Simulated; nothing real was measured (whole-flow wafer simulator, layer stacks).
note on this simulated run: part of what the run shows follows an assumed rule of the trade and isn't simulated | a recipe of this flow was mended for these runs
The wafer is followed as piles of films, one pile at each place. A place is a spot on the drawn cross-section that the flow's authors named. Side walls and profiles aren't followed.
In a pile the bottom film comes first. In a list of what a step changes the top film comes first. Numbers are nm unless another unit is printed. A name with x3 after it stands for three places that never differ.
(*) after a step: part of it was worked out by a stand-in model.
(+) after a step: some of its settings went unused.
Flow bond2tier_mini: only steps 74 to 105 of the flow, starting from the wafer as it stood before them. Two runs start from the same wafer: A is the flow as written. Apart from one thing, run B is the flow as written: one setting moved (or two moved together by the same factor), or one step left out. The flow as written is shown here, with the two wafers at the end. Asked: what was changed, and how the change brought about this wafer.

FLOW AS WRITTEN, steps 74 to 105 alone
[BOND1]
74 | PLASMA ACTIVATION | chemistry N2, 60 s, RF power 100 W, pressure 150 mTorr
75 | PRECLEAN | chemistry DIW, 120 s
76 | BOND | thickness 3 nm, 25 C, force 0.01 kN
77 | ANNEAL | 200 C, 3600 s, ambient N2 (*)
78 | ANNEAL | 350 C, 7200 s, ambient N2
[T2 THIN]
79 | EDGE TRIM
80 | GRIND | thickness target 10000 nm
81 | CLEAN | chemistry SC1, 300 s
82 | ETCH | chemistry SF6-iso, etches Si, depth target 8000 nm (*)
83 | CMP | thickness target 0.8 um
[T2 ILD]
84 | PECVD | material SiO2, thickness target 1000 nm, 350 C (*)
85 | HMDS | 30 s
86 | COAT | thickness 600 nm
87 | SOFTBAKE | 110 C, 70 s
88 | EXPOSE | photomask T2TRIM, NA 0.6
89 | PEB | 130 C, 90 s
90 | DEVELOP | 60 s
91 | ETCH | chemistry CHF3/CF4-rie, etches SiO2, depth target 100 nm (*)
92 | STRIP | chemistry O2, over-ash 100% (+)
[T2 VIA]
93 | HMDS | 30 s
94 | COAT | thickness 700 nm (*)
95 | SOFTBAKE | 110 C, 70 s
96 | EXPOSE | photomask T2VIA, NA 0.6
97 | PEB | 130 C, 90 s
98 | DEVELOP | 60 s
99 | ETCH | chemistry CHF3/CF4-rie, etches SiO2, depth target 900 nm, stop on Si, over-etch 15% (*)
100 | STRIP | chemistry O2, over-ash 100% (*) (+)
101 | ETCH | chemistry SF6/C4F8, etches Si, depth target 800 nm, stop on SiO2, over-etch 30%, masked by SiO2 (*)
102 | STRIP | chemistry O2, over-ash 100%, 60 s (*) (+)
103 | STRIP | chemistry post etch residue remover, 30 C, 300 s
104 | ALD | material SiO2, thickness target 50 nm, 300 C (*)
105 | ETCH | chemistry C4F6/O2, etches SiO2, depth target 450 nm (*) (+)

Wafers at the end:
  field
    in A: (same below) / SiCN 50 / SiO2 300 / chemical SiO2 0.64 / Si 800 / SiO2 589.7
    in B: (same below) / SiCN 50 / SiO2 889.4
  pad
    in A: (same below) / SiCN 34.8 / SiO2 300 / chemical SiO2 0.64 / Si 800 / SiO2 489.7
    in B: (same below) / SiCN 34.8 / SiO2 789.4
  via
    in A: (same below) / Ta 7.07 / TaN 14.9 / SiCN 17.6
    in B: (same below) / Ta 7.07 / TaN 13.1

Cause: step 82, ETCH: depth target 10880 nm was run, while the flow as written has depth target 8000 nm.

The path from the change to this, step by step:
  82 | ETCH | chemistry SF6-iso, etches Si, depth target 8000 nm (*)
      field, pad, via: A chemical SiO2 loses 0.6 (all of it), Si loses 8000 | B chemical SiO2 loses 0.6 (all of it), Si loses 9999.7 (all of it), chemical SiO2 loses 0.64 (all of it), SiO2 loses 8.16
  83 | CMP | thickness target 0.8 um
      field, pad, via: A Si loses 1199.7 | B nothing
  84 | PECVD | material SiO2, thickness target 1000 nm, 350 C (*)
      field, pad, via: A SiO2 gains 1000 (new film) | B SiO2 gains 1000
  99 | ETCH | chemistry CHF3/CF4-rie, etches SiO2, depth target 900 nm, stop on Si, over-etch 15% (*)
      via: A SiO2 loses 900 (all of it), Si loses 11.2 | B SiO2 loses 1035
  101 | ETCH | chemistry SF6/C4F8, etches Si, depth target 800 nm, stop on SiO2, over-etch 30%, masked by SiO2 (*)
      via: A Si loses 788.8 (all of it), chemical SiO2 loses 0.64 (all of it), SiO2 loses 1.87 | B SiO2 loses 2.4
      field, pad: A SiO2 loses 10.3 | B SiO2 loses 2.4
  105 | ETCH | chemistry C4F6/O2, etches SiO2, depth target 450 nm (*) (+)
      via: A SiO2 loses 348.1 (all of it), SiCN loses 17.2 | B SiO2 loses 204.4 (all of it), SiCN loses 34.8 (all of it), TaN loses 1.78
